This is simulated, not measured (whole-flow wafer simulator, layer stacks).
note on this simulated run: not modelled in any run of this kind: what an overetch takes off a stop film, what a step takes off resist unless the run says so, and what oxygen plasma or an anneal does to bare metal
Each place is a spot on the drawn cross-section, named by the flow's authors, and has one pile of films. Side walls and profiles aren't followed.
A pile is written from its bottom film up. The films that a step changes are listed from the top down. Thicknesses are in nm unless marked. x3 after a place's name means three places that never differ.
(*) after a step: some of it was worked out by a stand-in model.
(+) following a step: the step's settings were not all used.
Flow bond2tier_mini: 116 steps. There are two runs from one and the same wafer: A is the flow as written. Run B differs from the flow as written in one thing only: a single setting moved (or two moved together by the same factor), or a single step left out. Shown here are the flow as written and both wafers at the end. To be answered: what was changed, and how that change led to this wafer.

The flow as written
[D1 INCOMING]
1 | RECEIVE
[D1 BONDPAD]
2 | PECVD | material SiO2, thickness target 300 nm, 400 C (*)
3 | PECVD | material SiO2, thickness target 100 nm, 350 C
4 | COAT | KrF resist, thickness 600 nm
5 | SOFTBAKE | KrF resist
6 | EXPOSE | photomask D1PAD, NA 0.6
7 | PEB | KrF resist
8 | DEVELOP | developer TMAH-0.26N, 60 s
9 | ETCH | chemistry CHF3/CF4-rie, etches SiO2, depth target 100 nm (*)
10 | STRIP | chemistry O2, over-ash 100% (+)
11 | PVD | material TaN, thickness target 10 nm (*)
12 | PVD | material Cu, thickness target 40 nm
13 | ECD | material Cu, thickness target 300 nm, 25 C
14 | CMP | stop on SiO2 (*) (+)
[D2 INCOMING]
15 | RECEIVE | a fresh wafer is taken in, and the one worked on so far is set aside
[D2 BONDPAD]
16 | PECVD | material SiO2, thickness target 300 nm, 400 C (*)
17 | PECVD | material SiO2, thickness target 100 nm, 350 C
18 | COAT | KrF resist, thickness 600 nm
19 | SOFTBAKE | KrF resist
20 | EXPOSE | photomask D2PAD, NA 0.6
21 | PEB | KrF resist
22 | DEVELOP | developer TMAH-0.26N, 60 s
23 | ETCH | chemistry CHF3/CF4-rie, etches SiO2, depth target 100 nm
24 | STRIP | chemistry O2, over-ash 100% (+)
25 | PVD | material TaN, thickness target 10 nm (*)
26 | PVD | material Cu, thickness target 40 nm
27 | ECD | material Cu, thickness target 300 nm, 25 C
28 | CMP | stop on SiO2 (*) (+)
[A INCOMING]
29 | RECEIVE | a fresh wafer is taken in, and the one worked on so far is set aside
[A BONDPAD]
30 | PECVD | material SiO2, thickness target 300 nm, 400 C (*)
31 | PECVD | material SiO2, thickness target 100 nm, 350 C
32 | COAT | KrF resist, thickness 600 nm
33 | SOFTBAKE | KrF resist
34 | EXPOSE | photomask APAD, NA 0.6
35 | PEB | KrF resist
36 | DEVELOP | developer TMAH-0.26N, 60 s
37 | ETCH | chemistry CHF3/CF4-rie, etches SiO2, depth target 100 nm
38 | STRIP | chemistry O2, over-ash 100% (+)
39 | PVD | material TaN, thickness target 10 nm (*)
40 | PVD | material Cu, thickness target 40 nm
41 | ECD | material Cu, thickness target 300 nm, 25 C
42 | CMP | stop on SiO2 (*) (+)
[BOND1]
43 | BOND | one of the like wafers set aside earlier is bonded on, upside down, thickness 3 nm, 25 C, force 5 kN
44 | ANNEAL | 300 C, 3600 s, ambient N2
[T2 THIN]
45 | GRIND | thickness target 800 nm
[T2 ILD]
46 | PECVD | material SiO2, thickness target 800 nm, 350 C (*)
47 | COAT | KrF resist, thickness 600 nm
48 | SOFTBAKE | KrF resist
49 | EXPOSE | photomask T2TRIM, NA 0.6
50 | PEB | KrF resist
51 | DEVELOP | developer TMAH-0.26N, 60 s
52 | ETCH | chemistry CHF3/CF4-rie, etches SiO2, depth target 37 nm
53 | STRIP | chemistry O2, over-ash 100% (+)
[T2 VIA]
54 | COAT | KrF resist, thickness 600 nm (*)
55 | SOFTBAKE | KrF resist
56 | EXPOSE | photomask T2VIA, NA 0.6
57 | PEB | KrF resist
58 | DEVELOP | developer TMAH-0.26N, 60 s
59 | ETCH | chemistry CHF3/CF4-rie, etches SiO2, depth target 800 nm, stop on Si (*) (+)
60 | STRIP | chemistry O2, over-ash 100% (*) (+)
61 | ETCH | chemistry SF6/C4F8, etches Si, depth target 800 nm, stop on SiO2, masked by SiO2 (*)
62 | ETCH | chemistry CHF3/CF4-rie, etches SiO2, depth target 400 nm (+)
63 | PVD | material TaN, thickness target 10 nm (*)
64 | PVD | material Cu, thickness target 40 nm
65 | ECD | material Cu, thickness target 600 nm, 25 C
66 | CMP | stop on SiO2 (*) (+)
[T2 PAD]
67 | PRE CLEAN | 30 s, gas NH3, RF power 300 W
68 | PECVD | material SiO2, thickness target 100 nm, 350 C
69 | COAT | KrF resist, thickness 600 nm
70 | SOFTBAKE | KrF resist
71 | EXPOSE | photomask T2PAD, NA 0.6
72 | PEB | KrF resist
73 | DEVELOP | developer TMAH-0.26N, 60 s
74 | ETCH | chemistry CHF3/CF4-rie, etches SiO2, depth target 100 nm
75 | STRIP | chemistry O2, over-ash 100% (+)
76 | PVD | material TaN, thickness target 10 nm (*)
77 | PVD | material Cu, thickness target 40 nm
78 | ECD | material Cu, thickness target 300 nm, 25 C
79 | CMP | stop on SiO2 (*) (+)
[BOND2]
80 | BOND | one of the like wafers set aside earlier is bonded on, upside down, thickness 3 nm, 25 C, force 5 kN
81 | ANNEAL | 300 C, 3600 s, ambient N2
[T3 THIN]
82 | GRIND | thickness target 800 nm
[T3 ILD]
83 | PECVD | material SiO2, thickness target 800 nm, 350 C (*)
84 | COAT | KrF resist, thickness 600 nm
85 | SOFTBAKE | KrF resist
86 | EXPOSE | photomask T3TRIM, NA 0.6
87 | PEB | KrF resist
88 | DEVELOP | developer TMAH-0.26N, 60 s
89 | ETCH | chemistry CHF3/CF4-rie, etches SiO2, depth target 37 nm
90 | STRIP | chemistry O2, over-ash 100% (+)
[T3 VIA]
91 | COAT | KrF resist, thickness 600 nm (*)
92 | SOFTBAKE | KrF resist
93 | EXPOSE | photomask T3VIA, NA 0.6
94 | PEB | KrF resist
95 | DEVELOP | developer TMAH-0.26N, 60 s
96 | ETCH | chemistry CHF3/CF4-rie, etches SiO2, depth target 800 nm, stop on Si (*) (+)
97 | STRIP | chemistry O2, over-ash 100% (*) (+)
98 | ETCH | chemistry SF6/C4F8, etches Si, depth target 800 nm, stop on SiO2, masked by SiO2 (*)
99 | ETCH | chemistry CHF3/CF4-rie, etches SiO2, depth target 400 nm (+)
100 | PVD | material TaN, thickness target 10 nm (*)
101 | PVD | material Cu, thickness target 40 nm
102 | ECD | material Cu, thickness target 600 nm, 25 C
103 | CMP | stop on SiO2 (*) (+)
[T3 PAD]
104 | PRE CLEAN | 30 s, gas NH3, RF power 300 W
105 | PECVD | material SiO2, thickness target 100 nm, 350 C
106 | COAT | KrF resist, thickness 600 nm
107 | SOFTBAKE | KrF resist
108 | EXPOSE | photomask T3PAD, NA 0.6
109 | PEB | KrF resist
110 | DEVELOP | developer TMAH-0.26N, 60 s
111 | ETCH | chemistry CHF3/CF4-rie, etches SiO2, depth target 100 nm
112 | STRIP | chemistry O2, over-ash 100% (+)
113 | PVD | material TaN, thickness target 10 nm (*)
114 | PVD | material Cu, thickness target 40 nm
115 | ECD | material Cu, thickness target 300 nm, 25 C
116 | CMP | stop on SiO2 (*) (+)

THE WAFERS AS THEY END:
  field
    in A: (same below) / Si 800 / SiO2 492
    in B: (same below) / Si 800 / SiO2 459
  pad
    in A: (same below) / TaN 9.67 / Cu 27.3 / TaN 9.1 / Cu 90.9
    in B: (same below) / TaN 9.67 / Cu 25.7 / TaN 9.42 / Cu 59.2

What caused this: step 105, PECVD: thickness target 67 nm was run, while the flow as written has thickness target 100 nm.

How this came from the change, step by step:
  105 | PECVD | material SiO2, thickness target 100 nm, 350 C
      field: A SiO2 gains 100 | B SiO2 gains 67
      pad: A SiO2 gains 100 (new film) | B SiO2 gains 67 (new film)
  111 | ETCH | chemistry CHF3/CF4-rie, etches SiO2, depth target 100 nm
      pad: A SiO2 loses 100 (all of it) | B SiO2 loses 67 (all of it), Cu loses 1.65
  114 | PVD | material Cu, thickness target 40 nm
      pad: A Cu gains 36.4 (new film) | B Cu gains 37.5 (new film)
  115 | ECD | material Cu, thickness target 300 nm, 25 C
      pad: A Cu gains 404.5 | B Cu gains 371.7
